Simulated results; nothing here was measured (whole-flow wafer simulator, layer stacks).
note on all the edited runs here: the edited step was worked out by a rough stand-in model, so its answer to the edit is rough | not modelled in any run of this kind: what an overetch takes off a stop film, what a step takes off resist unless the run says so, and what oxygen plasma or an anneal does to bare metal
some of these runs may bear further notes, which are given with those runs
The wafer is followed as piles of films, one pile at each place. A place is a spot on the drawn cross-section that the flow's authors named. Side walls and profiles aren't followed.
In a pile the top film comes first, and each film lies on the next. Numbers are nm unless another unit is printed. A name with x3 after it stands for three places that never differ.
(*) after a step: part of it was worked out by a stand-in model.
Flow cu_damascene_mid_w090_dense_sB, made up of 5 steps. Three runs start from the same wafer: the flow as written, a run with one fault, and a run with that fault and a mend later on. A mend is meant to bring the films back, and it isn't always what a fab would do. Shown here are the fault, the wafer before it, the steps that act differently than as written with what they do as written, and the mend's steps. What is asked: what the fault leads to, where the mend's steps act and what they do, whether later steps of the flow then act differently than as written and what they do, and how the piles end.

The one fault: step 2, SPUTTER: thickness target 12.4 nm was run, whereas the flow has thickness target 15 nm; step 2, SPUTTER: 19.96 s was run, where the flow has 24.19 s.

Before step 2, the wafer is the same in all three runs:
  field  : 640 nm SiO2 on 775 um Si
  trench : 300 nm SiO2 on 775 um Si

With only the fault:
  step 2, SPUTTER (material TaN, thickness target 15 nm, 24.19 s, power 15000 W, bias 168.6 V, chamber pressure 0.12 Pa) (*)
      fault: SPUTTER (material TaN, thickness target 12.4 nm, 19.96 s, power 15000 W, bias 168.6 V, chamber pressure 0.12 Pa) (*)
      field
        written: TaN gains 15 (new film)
        fault: TaN gains 12.4 (new film)
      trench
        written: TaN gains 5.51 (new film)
        fault: TaN gains 4.56 (new film)
  Later steps of the flow that are run all act as written at every place that is followed, up to a difference of at most 2% or 0.5 nm, whichever is larger.
  At field, trench, the piles at the end differ from the flow's by more than 2% or 0.5 nm, whichever is larger.
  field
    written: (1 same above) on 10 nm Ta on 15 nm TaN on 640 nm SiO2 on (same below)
    fault: (1 same above) on 10 nm Ta on 12.4 nm TaN on 640 nm SiO2 on (same below)
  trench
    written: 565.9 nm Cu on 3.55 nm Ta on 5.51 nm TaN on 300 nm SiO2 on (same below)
    fault: 564.3 nm Cu on 3.58 nm Ta on 4.56 nm TaN on 300 nm SiO2 on (same below)

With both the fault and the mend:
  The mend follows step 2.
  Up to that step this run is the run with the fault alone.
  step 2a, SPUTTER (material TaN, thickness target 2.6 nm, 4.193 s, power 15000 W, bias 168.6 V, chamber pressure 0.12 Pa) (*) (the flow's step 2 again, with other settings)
      field
        TaN gains 2.6
      trench
        TaN gains 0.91
  Later steps of the flow that are run all act as written at every place that is followed, up to a difference of at most 2% or 0.5 nm, whichever is larger.
  The piles end only slightly different from the flow's at the places that both follow, by no more than 2% or 0.5 nm, whichever is larger.
